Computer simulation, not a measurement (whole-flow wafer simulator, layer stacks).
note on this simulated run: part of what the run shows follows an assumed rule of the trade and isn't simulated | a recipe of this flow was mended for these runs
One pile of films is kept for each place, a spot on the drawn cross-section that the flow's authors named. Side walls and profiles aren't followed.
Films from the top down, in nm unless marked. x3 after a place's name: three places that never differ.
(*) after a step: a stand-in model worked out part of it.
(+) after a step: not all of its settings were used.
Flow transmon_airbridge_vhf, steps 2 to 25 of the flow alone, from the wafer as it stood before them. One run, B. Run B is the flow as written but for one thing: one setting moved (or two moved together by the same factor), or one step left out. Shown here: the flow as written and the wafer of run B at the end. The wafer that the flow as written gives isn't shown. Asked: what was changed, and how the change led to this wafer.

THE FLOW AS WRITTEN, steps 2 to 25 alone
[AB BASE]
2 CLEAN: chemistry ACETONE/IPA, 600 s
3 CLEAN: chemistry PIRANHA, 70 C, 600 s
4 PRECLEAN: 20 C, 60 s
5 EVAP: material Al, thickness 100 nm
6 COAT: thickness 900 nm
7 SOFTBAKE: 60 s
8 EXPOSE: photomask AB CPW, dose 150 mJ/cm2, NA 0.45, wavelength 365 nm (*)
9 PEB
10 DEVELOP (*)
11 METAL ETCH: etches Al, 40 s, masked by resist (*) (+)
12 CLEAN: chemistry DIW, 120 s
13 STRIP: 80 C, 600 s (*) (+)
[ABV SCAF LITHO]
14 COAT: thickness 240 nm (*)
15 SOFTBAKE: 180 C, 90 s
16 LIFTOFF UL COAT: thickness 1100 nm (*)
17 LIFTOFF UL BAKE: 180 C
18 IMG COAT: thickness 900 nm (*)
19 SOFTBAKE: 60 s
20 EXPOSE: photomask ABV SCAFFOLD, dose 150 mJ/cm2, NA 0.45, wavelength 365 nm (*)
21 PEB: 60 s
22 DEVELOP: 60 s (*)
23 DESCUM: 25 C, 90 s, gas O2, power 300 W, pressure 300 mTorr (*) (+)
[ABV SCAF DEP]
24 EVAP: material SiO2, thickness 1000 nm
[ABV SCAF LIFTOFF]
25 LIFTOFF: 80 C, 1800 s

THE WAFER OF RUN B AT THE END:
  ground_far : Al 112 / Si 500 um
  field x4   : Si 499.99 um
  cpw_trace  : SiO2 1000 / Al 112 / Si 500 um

The cause: step 5, EVAP: thickness 112 nm was run, where the flow has thickness 100 nm.
It can be read off the wafer: ground_far has Al 112, and step 5 as written asks for 100 nm.

How the change led to this, step by step:
  5 EVAP: material Al, thickness 100 nm
      field x4, ground_far, pad_w x2, flank_w x2, gap_w x2, cpw_trace, trace_open_s x2, margin_s x3: Al +112 (new film) (as written it would be: Al +100 (new film))
  11 METAL ETCH: etches Al, 40 s, masked by resist (*) (+)
      field x4, gap_w x2: Al -98.7 (all of it), Si -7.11 (as written it would be: Al -86.7 (all of it), Si -11.1)
